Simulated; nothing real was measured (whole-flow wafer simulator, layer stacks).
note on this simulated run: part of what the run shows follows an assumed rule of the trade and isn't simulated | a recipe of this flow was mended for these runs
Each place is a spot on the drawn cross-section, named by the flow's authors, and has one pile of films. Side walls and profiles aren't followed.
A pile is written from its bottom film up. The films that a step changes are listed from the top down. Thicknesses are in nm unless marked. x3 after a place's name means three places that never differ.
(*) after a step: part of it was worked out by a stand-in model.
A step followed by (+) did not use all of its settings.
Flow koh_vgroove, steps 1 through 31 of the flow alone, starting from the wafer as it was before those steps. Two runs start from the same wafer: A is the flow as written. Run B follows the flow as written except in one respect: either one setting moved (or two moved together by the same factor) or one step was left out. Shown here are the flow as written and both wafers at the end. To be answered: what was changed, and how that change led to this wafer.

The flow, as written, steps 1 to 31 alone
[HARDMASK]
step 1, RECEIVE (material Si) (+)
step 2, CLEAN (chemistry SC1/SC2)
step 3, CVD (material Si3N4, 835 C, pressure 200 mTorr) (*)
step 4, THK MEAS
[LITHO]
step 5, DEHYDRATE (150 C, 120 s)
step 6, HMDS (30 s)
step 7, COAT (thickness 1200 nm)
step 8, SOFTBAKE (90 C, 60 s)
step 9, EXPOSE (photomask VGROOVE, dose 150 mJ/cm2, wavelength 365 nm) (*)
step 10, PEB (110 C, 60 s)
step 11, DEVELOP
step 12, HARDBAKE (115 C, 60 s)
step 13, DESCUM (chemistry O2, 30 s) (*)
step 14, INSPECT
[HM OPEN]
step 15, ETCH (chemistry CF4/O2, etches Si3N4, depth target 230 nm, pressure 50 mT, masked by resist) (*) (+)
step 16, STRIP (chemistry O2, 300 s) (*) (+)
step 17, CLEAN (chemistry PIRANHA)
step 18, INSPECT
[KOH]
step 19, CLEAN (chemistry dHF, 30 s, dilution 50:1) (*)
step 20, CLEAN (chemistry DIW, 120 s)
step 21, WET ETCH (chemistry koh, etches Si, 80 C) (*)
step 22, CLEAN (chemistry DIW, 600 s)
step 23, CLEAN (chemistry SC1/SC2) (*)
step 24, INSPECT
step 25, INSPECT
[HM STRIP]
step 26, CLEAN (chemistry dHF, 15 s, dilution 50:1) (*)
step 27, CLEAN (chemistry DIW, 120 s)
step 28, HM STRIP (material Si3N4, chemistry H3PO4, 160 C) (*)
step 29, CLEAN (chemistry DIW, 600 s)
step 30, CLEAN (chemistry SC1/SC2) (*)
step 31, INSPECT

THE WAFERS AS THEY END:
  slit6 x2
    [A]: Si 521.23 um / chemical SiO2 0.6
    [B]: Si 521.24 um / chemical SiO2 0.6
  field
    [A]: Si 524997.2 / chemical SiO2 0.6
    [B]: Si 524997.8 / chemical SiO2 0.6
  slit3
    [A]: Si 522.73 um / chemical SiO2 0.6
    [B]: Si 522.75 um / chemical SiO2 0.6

What caused this: step 3, CVD: pressure 226 mTorr was run, whereas the flow has pressure 200 mTorr.

Step by step, how the change led to this:
  step 3, CVD (material Si3N4, 835 C, pressure 200 mTorr) (*)
      field, slit3, slit2, slit6 x2: A Si3N4 gains 200 (new film) | B Si3N4 gains 211.2 (new film)
  step 15, ETCH (chemistry CF4/O2, etches Si3N4, depth target 230 nm, pressure 50 mT, masked by resist) (*) (+)
      slit3, slit2, slit6 x2: A Si3N4 loses 200 (all of it), chemical SiO2 loses 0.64 (all of it), Si loses 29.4 | B Si3N4 loses 211.2 (all of it), chemical SiO2 loses 0.64 (all of it), Si loses 18.2
  step 28, HM STRIP (material Si3N4, chemistry H3PO4, 160 C) (*)
      field: A Si3N4 loses 198.7 (all of it), chemical SiO2 loses 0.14, Si loses 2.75 | B Si3N4 loses 209.9 (all of it), chemical SiO2 loses 0.14, Si loses 2.19
